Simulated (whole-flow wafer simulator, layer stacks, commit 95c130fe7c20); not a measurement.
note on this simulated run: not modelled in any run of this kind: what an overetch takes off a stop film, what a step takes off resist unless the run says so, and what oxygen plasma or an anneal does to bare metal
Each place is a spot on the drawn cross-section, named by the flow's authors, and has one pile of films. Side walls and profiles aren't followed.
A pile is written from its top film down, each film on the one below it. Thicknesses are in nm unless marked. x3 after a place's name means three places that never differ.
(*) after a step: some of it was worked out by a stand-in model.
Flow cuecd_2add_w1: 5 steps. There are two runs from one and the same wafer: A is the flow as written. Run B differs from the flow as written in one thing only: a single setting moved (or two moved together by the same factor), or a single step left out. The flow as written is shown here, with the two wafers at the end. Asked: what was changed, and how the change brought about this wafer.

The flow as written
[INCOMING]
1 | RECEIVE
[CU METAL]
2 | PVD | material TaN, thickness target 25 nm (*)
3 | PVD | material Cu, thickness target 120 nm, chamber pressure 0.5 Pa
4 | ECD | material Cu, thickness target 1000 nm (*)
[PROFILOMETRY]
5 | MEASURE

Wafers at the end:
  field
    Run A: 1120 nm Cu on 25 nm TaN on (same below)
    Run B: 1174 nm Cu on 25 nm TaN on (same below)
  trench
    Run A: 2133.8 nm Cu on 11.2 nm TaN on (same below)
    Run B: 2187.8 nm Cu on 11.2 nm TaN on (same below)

Cause: step 3, PVD: thickness target 174 nm was run, while the flow as written has thickness target 120 nm.

The path from the change to this, step by step:
  3 | PVD | material Cu, thickness target 120 nm, chamber pressure 0.5 Pa
      field: A +120 Cu (new film) | B +174 Cu (new film)
      trench: A +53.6 Cu (new film) | B +76.4 Cu (new film)
